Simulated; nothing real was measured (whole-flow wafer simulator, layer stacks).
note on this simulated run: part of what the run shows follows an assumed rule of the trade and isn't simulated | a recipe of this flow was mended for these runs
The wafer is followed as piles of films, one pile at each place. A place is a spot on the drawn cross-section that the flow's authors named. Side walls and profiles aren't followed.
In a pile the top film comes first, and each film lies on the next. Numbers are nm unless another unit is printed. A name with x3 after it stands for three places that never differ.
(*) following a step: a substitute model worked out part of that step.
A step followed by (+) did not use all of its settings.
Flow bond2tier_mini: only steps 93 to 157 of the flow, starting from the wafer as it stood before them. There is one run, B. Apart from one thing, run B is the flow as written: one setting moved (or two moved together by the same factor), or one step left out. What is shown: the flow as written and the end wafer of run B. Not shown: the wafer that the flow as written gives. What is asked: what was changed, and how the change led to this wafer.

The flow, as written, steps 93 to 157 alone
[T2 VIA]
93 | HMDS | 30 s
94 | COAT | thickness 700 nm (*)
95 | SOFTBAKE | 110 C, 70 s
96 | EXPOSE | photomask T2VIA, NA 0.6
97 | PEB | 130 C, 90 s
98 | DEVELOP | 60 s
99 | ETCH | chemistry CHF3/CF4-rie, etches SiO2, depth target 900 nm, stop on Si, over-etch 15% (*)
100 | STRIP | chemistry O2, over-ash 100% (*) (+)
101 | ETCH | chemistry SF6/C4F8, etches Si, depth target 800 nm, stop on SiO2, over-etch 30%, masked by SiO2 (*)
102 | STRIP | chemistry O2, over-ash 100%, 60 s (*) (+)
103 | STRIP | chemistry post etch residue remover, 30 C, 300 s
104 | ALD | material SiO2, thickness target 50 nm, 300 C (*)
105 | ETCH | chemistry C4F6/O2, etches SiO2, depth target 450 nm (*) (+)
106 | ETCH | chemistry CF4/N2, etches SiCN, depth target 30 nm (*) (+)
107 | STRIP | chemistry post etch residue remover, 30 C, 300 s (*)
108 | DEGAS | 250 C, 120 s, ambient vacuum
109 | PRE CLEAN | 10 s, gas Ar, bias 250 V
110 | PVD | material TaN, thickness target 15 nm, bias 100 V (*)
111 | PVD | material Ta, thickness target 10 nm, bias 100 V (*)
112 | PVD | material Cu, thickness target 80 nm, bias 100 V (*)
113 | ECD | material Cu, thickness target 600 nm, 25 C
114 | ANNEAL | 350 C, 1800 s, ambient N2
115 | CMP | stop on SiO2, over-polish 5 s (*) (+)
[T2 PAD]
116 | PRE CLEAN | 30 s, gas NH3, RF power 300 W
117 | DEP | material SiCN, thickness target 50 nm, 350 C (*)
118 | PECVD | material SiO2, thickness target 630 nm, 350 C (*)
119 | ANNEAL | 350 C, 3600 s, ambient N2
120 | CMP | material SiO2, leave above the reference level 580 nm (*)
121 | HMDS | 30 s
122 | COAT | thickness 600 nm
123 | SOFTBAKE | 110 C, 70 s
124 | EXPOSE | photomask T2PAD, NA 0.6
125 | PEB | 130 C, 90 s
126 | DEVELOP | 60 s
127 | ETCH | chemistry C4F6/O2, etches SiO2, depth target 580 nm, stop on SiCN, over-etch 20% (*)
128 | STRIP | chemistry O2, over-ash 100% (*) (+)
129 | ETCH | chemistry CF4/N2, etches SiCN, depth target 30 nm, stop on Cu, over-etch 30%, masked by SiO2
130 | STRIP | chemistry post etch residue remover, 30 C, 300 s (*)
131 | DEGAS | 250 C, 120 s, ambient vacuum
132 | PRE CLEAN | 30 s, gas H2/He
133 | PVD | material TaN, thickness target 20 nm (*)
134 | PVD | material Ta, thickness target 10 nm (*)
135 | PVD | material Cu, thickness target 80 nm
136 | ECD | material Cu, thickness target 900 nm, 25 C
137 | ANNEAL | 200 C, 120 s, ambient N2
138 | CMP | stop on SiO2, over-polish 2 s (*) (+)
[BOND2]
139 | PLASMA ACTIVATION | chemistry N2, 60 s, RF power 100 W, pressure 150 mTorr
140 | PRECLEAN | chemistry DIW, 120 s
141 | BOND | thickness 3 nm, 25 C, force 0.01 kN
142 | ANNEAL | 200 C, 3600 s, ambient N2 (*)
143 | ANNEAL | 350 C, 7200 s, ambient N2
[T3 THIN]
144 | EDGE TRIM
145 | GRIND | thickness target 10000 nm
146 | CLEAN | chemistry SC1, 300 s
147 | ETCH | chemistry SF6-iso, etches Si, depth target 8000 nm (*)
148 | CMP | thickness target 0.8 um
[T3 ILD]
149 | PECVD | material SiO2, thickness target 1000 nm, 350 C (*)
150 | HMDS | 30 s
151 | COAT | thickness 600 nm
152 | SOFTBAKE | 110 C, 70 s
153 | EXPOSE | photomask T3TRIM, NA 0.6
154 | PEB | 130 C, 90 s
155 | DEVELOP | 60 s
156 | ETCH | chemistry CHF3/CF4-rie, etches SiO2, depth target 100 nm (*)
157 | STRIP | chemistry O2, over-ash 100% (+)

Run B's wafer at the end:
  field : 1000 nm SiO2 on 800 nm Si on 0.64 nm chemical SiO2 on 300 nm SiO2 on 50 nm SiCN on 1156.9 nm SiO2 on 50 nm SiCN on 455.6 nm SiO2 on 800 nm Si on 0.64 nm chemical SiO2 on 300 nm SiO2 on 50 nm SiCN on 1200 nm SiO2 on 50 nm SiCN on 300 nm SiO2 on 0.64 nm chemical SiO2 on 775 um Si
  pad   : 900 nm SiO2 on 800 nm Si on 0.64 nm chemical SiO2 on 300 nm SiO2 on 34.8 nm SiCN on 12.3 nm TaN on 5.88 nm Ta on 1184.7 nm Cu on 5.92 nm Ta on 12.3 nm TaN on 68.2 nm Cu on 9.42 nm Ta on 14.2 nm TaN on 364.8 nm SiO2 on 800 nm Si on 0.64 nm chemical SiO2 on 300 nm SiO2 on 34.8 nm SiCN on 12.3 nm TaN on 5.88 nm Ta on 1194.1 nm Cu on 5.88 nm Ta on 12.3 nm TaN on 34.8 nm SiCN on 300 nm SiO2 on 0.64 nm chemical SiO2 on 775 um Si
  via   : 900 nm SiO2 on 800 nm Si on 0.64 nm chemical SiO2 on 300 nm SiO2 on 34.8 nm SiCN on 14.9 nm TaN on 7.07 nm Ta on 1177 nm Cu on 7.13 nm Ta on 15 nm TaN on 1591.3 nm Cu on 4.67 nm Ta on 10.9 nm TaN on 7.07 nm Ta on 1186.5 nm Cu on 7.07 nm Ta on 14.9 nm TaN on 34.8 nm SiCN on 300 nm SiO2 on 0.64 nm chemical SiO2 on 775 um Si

Cause: step 105, ETCH: depth target 551.5 nm was run, though the flow has depth target 450 nm; step 109, PRE CLEAN: bias 308 V was run, where the flow has bias 250 V.

How this came from the change, step by step:
  105 | ETCH | chemistry C4F6/O2, etches SiO2, depth target 450 nm (*) (+)
      field, pad: -551.5 SiO2 (in the flow as written it would be: -450 SiO2)
      via: -348.1 SiO2 (all of it), -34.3 SiCN (in the flow as written it would be: -348.1 SiO2 (all of it), -17.2 SiCN)
  106 | ETCH | chemistry CF4/N2, etches SiCN, depth target 30 nm (*) (+)
      via: -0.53 SiCN (all of it), -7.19 TaN (in the flow as written it would be: -17.6 SiCN (all of it), -3.01 TaN)
  109 | PRE CLEAN | 10 s, gas Ar, bias 250 V
      via: -3.82 TaN (in the flow as written it would be: -3.19 TaN)
  112 | PVD | material Cu, thickness target 80 nm, bias 100 V (*)
      via: +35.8 Cu (new film) (in the flow as written it would be: +35 Cu (new film))
  113 | ECD | material Cu, thickness target 600 nm, 25 C
      via: +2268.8 Cu (in the flow as written it would be: +2367 Cu)
